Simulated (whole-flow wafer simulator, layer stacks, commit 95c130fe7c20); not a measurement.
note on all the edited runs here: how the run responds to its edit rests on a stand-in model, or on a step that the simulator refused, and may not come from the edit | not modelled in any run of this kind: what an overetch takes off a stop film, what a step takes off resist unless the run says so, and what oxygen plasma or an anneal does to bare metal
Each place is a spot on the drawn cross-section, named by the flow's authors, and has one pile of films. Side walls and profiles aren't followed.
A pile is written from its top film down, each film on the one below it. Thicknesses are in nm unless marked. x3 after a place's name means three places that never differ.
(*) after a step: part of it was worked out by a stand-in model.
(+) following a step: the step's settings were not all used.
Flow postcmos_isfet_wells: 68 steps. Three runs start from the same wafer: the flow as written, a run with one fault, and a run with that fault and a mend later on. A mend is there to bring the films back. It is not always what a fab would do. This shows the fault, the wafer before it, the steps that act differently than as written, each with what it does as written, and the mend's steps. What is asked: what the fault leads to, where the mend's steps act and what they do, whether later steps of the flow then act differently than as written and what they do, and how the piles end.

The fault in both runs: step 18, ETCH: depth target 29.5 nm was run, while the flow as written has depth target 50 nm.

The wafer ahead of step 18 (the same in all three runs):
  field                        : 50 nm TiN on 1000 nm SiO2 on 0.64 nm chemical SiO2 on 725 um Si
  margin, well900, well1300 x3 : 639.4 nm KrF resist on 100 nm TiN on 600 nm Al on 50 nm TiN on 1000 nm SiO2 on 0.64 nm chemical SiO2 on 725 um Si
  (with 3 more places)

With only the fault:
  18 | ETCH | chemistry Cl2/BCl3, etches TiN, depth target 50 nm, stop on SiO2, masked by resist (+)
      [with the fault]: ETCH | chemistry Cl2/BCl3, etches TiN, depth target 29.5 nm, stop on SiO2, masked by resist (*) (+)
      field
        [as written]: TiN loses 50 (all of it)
        [with the fault]: TiN loses 29.5
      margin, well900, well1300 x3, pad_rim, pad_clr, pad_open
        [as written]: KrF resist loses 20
        [with the fault]: KrF resist loses 11.8
  Steps later in the flow that act otherwise than as written (not shown: 2 more steps that differ only slightly, by at most 2% or 0.5 nm, whichever is larger):
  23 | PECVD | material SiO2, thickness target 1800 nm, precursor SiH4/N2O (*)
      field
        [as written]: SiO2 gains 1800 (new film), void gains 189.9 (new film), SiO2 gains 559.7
        [with the fault]: SiO2 gains 1800 (new film), void gains 174.8 (new film), SiO2 gains 554.7 (new film)
  At field, the piles at the end differ from the flow's by more than 2% or 0.5 nm, whichever is larger.
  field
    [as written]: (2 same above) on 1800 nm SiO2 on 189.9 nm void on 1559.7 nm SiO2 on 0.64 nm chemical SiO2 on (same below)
    [with the fault]: (2 same above) on 1800 nm SiO2 on 174.8 nm void on 554.7 nm SiO2 on 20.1 nm TiN on 1000 nm SiO2 on 0.64 nm chemical SiO2 on (same below)

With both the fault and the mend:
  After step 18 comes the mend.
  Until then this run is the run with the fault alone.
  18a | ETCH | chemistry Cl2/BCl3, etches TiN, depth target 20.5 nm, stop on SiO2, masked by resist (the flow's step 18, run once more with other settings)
      margin, well900, well1300 x3, pad_rim, pad_clr, pad_open
        KrF resist loses 8.2
      field
        TiN loses 20.5 (all of it)
  Later steps of the flow that are run all act as written at every place that is followed.
  The piles end the same as the flow's at every place that both follow.
